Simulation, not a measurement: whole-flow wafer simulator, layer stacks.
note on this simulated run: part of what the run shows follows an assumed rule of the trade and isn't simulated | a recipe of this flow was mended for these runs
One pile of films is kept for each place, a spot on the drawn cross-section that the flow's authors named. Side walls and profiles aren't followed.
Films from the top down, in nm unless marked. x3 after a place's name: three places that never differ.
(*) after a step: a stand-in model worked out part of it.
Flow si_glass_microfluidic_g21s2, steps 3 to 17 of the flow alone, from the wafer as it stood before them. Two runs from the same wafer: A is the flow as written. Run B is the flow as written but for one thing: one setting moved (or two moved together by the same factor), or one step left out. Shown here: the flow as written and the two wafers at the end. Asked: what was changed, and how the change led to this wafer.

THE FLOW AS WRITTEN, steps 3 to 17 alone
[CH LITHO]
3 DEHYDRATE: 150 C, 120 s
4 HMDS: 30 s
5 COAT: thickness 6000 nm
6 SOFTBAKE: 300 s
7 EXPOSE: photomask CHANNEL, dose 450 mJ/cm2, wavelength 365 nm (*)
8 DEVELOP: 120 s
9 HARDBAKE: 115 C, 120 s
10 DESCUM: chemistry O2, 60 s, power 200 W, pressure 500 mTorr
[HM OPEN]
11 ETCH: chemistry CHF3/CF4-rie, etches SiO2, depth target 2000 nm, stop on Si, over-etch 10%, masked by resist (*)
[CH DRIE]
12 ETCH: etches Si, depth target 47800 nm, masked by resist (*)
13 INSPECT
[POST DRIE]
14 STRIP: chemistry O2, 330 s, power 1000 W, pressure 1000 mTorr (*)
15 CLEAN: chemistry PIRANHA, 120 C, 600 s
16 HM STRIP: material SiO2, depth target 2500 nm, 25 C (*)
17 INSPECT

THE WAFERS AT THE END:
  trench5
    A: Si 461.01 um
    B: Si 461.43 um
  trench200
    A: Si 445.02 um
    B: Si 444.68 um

The cause: step 5, COAT: thickness 7800 nm was run, where the flow has thickness 6000 nm.

How the change led to this, step by step:
  5 COAT: thickness 6000 nm
      land, trench20, trench5, trench200: A thick-i-line-resist +6000 (new film) | B thick-i-line-resist +7800 (new film)
  8 DEVELOP: 120 s
      trench20, trench5, trench200: A thick-i-line-resist -6000 (all of it) | B thick-i-line-resist -7800 (all of it)
  9 HARDBAKE: 115 C, 120 s
      land: A thick-i-line-resist -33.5 | B thick-i-line-resist -49.1
  12 ETCH: etches Si, depth target 47800 nm, masked by resist (*)
      trench5: A Si -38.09 um | B Si -37.67 um
      trench200: A Si -54.08 um | B Si -54.42 um
  14 STRIP: chemistry O2, 330 s, power 1000 W, pressure 1000 mTorr (*)
      land: A thick-i-line-resist -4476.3 (all of it) | B thick-i-line-resist -6256.3 (all of it)
